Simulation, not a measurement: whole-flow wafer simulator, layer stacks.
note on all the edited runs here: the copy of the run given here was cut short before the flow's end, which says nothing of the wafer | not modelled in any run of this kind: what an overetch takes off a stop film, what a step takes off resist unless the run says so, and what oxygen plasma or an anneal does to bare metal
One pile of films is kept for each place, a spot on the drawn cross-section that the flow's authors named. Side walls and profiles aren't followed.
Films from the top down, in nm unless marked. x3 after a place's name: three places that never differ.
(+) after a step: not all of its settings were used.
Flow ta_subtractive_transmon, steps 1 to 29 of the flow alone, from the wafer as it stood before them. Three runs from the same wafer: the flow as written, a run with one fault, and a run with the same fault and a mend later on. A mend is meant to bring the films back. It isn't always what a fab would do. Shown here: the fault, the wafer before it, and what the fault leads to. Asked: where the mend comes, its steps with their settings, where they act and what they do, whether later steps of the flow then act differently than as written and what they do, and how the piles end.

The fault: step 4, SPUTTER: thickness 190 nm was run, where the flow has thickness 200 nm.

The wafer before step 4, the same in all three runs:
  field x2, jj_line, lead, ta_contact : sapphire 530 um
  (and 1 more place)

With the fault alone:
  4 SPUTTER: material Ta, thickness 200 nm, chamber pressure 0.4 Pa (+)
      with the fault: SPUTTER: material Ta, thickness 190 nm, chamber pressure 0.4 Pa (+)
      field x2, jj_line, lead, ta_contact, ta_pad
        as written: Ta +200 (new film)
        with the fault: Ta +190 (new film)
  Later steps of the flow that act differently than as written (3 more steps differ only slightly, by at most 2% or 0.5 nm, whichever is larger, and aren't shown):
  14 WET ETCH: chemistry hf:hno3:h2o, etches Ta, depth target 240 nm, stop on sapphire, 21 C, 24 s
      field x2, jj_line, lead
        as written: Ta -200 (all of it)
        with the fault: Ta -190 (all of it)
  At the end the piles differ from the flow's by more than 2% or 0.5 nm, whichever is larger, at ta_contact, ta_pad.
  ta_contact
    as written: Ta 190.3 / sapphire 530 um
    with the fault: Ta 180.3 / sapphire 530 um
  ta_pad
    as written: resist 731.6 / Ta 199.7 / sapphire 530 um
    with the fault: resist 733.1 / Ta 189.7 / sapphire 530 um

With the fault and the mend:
  The mend comes after step 5.
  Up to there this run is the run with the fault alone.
  5a SPUTTER: material Ta, thickness 10 nm, chamber pressure 0.4 Pa (+) (the flow's step 4 once more, with other settings)
      field x2, jj_line, lead, ta_contact, ta_pad
        Ta +10
  No later step of the flow acts differently than as written, at any place that is followed, by more than 2% or 0.5 nm, whichever is larger.
  At the end the piles differ from the flow's only slightly at the places that both follow, by at most 2% or 0.5 nm, whichever is larger.
